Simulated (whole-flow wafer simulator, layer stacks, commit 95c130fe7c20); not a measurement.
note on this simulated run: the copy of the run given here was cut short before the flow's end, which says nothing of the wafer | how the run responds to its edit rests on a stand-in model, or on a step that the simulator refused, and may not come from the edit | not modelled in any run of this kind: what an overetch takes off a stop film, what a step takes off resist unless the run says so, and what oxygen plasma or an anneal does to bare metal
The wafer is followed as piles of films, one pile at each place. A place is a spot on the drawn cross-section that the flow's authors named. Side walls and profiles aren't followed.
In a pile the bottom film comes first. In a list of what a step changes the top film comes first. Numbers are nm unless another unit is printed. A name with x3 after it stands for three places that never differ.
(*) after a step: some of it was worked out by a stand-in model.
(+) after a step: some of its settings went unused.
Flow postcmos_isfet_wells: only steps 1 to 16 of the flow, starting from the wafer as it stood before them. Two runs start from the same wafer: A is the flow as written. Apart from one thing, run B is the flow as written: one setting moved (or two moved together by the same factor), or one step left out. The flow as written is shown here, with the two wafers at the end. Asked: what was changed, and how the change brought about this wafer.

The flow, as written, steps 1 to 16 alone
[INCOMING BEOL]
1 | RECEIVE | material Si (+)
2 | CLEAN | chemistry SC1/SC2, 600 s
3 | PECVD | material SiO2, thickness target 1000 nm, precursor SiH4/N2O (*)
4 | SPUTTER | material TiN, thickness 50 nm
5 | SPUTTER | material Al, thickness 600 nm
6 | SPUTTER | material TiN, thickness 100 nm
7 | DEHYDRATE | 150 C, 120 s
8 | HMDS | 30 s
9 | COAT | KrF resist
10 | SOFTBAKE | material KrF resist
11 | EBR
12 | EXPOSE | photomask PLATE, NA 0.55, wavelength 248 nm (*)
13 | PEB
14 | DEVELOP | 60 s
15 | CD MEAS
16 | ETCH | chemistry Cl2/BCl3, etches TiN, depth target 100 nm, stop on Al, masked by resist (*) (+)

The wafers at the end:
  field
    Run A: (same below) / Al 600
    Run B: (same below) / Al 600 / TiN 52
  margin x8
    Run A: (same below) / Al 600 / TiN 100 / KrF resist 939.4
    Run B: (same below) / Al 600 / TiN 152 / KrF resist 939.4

Cause: step 6, SPUTTER: thickness 152 nm was run, while the flow as written has thickness 100 nm.
One can read it off the wafer: margin x8 has TiN 152, and step 6 as written asks for 100 nm.

How this came from the change, step by step:
  6 | SPUTTER | material TiN, thickness 100 nm
      field, margin x8: A TiN gains 100 (new film) | B TiN gains 152 (new film)
  16 | ETCH | chemistry Cl2/BCl3, etches TiN, depth target 100 nm, stop on Al, masked by resist (*) (+)
      field: A TiN loses 100 (all of it) | B TiN loses 100
